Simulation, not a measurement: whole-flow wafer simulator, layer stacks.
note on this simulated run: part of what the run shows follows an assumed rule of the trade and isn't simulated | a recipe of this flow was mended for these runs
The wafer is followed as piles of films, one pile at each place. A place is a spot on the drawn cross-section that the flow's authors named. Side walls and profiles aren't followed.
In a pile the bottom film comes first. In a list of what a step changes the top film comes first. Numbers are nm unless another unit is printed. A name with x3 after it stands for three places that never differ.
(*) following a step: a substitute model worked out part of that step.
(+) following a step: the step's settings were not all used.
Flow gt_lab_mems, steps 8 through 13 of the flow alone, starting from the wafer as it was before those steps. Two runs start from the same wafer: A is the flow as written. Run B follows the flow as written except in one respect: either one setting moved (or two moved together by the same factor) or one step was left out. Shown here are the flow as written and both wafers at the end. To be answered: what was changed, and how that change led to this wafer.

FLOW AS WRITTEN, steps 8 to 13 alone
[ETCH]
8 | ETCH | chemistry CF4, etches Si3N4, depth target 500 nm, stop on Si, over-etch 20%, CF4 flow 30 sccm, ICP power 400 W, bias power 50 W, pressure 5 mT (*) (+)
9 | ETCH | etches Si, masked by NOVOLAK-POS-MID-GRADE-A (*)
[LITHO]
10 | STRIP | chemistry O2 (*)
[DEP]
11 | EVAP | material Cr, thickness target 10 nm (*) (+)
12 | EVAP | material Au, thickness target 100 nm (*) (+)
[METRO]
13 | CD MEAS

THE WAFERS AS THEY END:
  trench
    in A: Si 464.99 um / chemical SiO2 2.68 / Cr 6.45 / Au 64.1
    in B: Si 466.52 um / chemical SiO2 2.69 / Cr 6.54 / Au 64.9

Cause: step 8, ETCH: depth target 392 nm was run, though the flow has depth target 500 nm.

Step by step, how the change led to this:
  8 | ETCH | chemistry CF4, etches Si3N4, depth target 500 nm, stop on Si, over-etch 20%, CF4 flow 30 sccm, ICP power 400 W, bias power 50 W, pressure 5 mT (*) (+)
      trench: A -500 Si3N4 (all of it), -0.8 chemical SiO2 (all of it), -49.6 Si | B -470.4 Si3N4
      field: A -400 g/i-line-resist | B -313.6 g/i-line-resist
  9 | ETCH | etches Si, masked by NOVOLAK-POS-MID-GRADE-A (*)
      trench: A -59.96 um Si | B -29.6 Si3N4 (all of it), -0.8 chemical SiO2 (all of it), -58.48 um Si
  10 | STRIP | chemistry O2 (*)
      field: A -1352 g/i-line-resist (all of it) | B -1438.4 g/i-line-resist (all of it)
